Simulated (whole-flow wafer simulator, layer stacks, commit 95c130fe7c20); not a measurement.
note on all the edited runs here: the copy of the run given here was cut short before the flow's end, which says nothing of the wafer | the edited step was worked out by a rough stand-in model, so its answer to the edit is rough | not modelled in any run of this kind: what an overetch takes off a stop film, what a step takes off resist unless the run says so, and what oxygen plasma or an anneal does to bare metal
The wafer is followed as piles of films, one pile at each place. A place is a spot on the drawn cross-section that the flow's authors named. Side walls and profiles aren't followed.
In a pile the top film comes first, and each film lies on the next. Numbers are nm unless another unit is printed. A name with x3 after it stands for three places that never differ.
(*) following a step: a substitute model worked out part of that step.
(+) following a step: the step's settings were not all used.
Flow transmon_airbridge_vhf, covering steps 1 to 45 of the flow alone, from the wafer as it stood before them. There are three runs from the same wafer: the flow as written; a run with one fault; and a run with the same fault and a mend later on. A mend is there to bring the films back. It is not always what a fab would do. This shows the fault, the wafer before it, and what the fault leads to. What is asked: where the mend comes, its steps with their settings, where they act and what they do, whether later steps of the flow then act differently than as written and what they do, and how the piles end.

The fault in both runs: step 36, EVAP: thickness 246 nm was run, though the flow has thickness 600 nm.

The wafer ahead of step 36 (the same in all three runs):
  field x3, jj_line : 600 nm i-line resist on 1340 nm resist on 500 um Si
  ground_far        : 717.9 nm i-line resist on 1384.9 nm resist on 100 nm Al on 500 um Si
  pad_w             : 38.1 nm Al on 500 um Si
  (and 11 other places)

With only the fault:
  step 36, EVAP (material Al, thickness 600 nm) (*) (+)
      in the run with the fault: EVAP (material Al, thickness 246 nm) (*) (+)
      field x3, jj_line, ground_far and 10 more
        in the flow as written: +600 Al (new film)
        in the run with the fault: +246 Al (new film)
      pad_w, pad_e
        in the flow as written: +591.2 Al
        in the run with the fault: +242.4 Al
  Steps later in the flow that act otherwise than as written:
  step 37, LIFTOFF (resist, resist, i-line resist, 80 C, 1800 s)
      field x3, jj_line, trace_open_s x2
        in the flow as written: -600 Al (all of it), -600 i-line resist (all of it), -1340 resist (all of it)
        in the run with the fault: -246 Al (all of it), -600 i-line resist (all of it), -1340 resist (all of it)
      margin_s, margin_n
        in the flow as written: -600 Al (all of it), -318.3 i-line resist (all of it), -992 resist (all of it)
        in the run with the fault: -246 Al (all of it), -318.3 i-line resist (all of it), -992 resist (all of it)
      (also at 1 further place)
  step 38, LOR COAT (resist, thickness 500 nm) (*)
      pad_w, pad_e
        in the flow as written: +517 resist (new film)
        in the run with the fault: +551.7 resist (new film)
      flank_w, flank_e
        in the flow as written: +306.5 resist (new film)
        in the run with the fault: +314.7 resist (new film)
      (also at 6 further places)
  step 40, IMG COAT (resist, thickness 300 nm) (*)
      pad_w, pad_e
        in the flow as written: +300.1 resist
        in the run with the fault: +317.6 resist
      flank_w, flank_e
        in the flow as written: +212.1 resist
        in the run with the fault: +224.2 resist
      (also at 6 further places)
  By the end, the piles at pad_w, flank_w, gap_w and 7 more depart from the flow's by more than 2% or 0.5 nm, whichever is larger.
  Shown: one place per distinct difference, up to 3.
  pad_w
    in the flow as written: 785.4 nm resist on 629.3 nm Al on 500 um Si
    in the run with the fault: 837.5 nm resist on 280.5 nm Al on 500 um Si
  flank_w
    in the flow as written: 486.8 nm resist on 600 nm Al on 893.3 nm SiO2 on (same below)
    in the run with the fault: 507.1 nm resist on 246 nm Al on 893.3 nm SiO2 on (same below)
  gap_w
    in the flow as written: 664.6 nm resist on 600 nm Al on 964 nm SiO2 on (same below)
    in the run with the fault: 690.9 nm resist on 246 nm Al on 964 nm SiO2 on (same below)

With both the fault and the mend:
  The mend stands after step 36.
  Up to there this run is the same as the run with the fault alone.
  step 36a, EVAP (material Al, thickness 354 nm) (*) (+) (a further turn of the flow's step 36, with different settings)
      field x3, jj_line, ground_far and 10 more
        +354 Al
      pad_w, pad_e
        +348.8 Al
  Every later step of the flow that is run acts as written, at every place that is followed, to within 2% or 0.5 nm, whichever is larger.
  At the end the piles are close to the flow's at the places that both follow, differing by at most 2% or 0.5 nm, whichever is larger.
